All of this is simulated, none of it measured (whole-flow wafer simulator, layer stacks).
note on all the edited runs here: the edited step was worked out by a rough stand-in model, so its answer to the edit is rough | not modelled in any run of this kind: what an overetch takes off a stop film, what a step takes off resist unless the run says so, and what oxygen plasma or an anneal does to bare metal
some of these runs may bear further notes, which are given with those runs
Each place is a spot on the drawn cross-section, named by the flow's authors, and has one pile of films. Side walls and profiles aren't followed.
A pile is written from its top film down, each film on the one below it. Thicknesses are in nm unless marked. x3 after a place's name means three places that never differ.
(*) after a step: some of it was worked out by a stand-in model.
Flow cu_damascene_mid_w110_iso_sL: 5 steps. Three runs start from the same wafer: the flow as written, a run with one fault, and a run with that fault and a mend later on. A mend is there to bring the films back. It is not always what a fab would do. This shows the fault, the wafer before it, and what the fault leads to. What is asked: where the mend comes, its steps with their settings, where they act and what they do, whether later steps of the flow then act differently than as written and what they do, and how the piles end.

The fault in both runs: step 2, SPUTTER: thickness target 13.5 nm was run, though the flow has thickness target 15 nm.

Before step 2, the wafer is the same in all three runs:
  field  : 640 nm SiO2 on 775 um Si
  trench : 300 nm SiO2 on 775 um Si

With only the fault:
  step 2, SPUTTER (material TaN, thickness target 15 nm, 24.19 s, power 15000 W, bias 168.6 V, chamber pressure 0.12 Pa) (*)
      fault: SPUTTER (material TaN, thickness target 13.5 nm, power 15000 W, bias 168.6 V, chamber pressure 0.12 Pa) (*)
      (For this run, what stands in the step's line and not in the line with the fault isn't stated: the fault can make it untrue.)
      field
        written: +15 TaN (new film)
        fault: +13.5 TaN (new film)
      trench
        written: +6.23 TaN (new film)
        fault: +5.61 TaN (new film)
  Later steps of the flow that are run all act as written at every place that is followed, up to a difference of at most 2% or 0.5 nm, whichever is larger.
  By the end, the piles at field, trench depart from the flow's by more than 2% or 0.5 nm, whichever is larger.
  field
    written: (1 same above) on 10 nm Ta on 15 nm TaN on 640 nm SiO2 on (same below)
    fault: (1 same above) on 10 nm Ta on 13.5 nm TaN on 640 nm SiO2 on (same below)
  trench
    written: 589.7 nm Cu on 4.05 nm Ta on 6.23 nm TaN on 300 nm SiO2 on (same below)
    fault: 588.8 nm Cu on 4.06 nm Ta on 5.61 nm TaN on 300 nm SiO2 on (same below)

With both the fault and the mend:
  After step 2 comes the mend.
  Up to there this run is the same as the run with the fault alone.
  step 2a, SPUTTER (material TaN, thickness target 1.5 nm, power 15000 W, bias 168.6 V, chamber pressure 0.12 Pa) (*) (a further turn of the flow's step 2, with different settings)
      field
        +1.5 TaN
      trench
        +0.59 TaN
  Later steps of the flow that are run all act as written at every place that is followed.
  The piles end only slightly different from the flow's at the places that both follow, by no more than 2% or 0.5 nm, whichever is larger.
